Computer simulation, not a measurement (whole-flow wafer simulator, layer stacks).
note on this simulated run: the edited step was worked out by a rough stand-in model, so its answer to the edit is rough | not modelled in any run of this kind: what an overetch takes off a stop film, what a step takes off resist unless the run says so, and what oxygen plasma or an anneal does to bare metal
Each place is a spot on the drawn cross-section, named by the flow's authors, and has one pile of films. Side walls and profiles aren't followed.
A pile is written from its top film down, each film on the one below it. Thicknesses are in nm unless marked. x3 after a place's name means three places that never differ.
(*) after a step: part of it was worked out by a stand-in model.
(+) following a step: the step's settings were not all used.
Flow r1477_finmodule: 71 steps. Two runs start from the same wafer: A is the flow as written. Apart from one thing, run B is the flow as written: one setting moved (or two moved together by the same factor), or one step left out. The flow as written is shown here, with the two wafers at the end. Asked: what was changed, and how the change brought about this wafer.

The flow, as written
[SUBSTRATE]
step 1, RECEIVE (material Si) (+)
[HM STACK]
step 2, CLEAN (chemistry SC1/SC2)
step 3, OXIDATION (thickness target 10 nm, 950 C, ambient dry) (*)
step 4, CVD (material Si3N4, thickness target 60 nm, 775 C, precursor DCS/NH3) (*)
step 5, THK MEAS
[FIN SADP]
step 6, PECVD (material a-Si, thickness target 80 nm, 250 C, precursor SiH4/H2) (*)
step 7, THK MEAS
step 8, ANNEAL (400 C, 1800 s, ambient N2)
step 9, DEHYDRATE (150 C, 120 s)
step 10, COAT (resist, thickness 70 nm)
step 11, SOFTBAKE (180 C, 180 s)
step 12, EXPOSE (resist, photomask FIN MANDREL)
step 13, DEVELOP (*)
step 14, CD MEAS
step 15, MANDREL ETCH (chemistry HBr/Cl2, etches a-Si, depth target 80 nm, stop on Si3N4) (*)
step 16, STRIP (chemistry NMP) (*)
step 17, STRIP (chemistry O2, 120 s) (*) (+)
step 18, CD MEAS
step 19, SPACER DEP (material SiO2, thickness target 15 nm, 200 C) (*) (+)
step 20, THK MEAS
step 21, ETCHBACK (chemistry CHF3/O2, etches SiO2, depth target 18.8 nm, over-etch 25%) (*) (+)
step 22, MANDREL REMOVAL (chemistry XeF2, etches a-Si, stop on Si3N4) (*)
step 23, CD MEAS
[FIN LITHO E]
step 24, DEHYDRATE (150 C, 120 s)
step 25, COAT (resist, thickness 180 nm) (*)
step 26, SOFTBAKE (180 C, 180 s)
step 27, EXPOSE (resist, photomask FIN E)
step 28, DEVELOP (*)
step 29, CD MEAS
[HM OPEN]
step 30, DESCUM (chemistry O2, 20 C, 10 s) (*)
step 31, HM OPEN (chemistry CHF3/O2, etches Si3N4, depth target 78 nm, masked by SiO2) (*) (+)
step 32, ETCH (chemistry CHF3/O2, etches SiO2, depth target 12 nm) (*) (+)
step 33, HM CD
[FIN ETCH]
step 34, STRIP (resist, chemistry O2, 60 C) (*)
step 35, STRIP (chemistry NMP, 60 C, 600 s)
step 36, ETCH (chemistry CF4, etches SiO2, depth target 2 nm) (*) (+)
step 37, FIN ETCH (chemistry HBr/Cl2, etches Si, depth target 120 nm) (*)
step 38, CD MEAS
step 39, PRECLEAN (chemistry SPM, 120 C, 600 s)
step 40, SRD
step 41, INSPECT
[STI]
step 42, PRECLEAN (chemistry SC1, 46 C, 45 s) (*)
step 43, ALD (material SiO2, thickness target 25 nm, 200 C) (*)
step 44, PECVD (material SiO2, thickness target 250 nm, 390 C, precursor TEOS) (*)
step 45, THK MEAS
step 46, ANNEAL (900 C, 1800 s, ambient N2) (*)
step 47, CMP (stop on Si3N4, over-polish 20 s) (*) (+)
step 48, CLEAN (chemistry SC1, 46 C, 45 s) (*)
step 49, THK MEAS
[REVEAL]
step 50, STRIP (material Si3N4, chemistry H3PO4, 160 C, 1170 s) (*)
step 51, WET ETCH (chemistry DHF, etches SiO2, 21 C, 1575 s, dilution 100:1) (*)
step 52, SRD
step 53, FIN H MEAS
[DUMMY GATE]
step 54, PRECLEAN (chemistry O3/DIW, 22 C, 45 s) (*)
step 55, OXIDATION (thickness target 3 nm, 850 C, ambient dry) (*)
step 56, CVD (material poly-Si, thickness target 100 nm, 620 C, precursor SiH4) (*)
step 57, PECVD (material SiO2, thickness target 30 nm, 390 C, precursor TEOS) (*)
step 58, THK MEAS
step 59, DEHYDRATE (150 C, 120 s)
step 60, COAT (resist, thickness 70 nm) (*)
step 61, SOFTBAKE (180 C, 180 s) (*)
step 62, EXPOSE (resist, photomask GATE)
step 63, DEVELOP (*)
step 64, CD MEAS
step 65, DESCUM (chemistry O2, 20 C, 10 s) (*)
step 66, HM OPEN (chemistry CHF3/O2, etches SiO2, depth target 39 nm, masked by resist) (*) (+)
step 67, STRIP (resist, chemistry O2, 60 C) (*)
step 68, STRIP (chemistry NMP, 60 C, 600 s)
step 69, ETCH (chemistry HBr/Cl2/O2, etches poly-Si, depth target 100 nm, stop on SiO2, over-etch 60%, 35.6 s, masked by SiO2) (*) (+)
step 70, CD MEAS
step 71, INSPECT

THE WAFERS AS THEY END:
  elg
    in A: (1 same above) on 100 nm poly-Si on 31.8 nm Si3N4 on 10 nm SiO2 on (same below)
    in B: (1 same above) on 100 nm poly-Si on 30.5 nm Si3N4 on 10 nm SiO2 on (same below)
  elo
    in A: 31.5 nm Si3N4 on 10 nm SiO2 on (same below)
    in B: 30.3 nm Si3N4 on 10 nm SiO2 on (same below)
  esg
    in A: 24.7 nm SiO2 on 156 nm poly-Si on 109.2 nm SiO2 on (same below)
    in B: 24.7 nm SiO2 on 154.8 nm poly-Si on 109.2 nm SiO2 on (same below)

What caused this: step 21, ETCHBACK: depth target 20.2 nm was run, whereas the flow has depth target 18.8 nm.

How this came from the change, step by step:
  step 21, ETCHBACK (chemistry CHF3/O2, etches SiO2, depth target 18.8 nm, over-etch 25%) (*) (+)
      pad, padg, elg and 21 more: A SiO2 loses 15 (all of it), Si3N4 loses 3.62 | B SiO2 loses 15 (all of it), Si3N4 loses 4.95
      s40sg_line, s45sg_line, s50sg_line, s40so_line, s45so_line, s50so_line: A SiO2 gains 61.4 | B SiO2 gains 60
  step 31, HM OPEN (chemistry CHF3/O2, etches Si3N4, depth target 78 nm, masked by SiO2) (*) (+)
      pad, padg, esg and 13 more: A Si3N4 loses 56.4 (all of it), SiO2 loses 10 (all of it) | B Si3N4 loses 55 (all of it), SiO2 loses 10 (all of it)
  step 51, WET ETCH (chemistry DHF, etches SiO2, 21 C, 1575 s, dilution 100:1) (*)
      elg, e40lg, e100lg, e200lg, elo, e40lo, e100lo, e200lo: A SiO2 loses 17.8 (all of it), Si3N4 loses 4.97 | B SiO2 loses 19.2 (all of it), Si3N4 loses 4.86
